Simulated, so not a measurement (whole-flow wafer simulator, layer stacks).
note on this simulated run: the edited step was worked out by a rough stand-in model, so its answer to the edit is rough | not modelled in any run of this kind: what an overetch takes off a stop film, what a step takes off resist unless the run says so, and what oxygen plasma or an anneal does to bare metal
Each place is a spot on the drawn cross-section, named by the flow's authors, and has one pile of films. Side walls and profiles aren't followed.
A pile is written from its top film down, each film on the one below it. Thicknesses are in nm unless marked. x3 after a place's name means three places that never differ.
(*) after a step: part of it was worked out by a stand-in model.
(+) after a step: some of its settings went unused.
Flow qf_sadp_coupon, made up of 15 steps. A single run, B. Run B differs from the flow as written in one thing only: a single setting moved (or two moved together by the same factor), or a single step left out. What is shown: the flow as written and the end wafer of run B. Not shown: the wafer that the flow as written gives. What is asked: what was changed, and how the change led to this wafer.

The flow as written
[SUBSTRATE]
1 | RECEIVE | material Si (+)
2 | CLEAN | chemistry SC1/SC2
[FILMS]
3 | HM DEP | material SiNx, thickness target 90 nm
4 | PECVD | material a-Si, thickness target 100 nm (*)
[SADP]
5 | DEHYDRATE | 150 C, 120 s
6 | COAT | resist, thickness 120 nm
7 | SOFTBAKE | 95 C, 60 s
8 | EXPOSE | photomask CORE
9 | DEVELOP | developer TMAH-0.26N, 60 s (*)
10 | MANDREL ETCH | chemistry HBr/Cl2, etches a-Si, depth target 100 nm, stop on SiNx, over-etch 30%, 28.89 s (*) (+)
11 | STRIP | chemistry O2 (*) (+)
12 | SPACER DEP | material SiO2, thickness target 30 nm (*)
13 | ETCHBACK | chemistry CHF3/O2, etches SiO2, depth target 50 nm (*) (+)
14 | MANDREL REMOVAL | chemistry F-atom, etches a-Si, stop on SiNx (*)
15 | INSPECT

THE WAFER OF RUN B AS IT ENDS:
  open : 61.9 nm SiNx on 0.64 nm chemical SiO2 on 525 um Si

The reason: step 13, ETCHBACK: depth target 55 nm was run, while the flow as written has depth target 50 nm.

How this came from the change, step by step:
  13 | ETCHBACK | chemistry CHF3/O2, etches SiO2, depth target 50 nm (*) (+)
      m: -30 SiO2 (all of it), -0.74 chemical SiO2 (all of it), -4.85 a-Si (it would be, as written: -30 SiO2 (all of it), -0.74 chemical SiO2 (all of it), -3.85 a-Si)
      open: -30 SiO2 (all of it), -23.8 SiNx (it would be, as written: -30 SiO2 (all of it), -19 SiNx)
